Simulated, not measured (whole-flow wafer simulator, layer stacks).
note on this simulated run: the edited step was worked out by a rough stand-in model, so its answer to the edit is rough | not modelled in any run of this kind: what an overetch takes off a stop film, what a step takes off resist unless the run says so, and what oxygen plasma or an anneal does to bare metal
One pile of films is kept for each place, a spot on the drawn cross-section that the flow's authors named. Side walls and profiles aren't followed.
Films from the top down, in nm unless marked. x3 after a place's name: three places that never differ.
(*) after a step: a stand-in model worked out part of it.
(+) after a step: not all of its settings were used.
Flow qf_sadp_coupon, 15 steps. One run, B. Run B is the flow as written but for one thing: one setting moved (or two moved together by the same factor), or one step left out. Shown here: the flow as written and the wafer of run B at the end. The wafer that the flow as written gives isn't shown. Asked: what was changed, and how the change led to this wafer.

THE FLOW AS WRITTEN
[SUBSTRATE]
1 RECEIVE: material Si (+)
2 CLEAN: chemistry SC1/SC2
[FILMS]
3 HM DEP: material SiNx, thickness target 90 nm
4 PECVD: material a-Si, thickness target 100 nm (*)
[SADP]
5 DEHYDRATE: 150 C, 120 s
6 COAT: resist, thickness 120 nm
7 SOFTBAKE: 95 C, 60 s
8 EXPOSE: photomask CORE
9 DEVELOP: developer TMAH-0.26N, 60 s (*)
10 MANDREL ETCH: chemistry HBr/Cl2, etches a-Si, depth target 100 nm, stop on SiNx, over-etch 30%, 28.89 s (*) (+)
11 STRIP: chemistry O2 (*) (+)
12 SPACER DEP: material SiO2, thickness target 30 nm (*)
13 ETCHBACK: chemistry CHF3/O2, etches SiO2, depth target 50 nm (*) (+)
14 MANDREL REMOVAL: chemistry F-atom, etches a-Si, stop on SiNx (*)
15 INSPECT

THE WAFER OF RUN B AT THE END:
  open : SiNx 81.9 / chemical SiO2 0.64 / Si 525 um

The cause: step 13, ETCHBACK: depth target 34 nm was run, where the flow has depth target 50 nm.

How the change led to this, step by step:
  13 ETCHBACK: chemistry CHF3/O2, etches SiO2, depth target 50 nm (*) (+)
      m: SiO2 -30 (all of it), chemical SiO2 -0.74 (all of it), a-Si -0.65 (as written it would be: SiO2 -30 (all of it), chemical SiO2 -0.74 (all of it), a-Si -3.85)
      open: SiO2 -30 (all of it), SiNx -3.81 (as written it would be: SiO2 -30 (all of it), SiNx -19)
  14 MANDREL REMOVAL: chemistry F-atom, etches a-Si, stop on SiNx (*)
      m: a-Si -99 (all of it) (as written it would be: a-Si -95.8 (all of it))
